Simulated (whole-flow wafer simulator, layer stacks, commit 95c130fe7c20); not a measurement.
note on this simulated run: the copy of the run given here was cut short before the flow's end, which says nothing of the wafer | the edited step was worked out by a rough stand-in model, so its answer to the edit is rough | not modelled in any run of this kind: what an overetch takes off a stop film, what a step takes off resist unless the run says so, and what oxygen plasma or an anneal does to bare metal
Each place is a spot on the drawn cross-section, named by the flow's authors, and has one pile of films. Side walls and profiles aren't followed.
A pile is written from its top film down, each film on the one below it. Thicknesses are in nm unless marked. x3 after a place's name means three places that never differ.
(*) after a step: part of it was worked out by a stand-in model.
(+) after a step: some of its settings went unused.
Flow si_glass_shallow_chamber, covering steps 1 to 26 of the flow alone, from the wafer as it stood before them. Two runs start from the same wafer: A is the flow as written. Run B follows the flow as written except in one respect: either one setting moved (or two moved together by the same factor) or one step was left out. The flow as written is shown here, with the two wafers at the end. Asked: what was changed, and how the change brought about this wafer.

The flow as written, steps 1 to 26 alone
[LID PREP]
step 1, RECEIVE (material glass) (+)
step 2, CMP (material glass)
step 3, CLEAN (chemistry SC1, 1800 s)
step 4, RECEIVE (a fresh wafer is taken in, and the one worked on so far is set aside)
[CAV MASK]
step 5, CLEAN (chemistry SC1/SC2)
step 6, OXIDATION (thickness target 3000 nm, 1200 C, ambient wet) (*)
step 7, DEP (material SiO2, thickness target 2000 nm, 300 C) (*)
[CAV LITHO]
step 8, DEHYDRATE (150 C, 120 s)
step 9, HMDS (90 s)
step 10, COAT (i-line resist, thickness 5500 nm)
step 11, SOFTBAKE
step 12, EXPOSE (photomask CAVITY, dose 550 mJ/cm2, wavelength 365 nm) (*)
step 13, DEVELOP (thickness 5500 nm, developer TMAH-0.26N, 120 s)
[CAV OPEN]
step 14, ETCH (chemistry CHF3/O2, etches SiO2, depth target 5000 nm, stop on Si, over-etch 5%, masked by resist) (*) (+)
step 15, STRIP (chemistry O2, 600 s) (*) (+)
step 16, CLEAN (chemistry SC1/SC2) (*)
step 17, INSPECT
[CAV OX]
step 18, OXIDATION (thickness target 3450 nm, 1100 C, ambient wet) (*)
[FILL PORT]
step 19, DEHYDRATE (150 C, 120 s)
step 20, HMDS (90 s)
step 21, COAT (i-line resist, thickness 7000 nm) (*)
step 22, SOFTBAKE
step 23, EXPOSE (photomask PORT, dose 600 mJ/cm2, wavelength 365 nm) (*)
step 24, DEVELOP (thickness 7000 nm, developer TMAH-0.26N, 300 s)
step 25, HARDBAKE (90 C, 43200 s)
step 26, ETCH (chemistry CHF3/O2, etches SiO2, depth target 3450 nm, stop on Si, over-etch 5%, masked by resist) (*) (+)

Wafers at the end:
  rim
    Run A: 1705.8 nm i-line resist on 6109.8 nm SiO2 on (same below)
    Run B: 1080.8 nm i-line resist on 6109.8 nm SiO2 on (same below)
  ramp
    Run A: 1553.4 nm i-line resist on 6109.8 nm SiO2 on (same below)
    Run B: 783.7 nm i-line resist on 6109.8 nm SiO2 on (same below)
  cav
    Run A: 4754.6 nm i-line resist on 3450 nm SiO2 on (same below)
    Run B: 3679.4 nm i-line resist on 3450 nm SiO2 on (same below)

The reason: step 21, COAT: thickness 5992 nm was run, whereas the flow has thickness 7000 nm.

How this came from the change, step by step:
  step 21, COAT (i-line resist, thickness 7000 nm) (*)
      rim: A i-line resist gains 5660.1 (new film) | B i-line resist gains 4688.7 (new film)
      ramp: A i-line resist gains 5087.8 (new film) | B i-line resist gains 4130.8 (new film)
      (as well as at 4 more places)
  step 22, SOFTBAKE
      port: A i-line resist gains 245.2 | B i-line resist loses 99.6
      rim: A i-line resist loses 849 | B i-line resist loses 523.4
      (as well as at 4 more places)
  step 24, DEVELOP (thickness 7000 nm, developer TMAH-0.26N, 300 s)
      port: A i-line resist loses 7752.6 (all of it) | B i-line resist loses 6390.8 (all of it)
  step 25, HARDBAKE (90 C, 43200 s)
      rim: A i-line resist loses 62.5 | B i-line resist loses 41.7
      ramp: A i-line resist loses 57.1 | B i-line resist loses 33.2
      (as well as at 3 more places)
